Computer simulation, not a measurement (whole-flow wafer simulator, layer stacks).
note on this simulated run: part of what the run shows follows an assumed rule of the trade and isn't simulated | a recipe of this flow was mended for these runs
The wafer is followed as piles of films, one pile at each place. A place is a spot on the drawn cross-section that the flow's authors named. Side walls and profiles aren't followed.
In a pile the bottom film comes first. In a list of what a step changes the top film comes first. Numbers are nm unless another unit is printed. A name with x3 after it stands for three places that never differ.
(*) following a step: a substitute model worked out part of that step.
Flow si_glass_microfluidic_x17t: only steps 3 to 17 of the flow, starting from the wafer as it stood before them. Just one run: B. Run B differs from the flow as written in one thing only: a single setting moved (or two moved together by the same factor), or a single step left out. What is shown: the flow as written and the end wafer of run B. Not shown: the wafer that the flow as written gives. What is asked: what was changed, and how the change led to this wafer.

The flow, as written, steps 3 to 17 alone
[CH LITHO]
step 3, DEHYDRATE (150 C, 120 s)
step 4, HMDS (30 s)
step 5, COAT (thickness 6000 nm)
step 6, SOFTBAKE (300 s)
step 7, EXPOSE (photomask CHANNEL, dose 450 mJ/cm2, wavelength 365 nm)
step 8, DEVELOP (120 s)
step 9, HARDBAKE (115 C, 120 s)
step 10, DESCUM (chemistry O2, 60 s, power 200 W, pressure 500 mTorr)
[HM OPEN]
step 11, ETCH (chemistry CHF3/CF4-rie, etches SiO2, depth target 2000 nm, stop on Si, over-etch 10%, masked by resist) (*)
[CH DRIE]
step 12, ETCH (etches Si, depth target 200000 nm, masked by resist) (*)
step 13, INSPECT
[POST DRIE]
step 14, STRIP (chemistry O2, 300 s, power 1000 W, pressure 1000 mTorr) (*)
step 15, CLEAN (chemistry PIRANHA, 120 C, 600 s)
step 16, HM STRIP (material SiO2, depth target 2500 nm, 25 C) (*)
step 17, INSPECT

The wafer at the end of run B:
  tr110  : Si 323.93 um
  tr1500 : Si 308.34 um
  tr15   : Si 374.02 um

The reason: step 11, ETCH: depth target 2480 nm was run, though the flow has depth target 2000 nm.

The path from the change to this, step by step:
  step 11, ETCH (chemistry CHF3/CF4-rie, etches SiO2, depth target 2000 nm, stop on Si, over-etch 10%, masked by resist) (*)
      tr110, tr1500, tr15: SiO2 loses 2000 (all of it), Si loses 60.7 (as written it would have been: SiO2 loses 2000 (all of it), Si loses 16.7)
      land: thick-i-line-resist loses 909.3 (as written it would have been: thick-i-line-resist loses 733.3)
  step 12, ETCH (etches Si, depth target 200000 nm, masked by resist) (*)
      tr1500: Si loses 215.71 um (as written it would have been: Si loses 215.73 um)
      tr15: Si loses 150.04 um (as written it would have been: Si loses 149.99 um)
  step 14, STRIP (chemistry O2, 300 s, power 1000 W, pressure 1000 mTorr) (*)
      land: thick-i-line-resist loses 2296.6 (all of it) (as written it would have been: thick-i-line-resist loses 2472.3 (all of it))
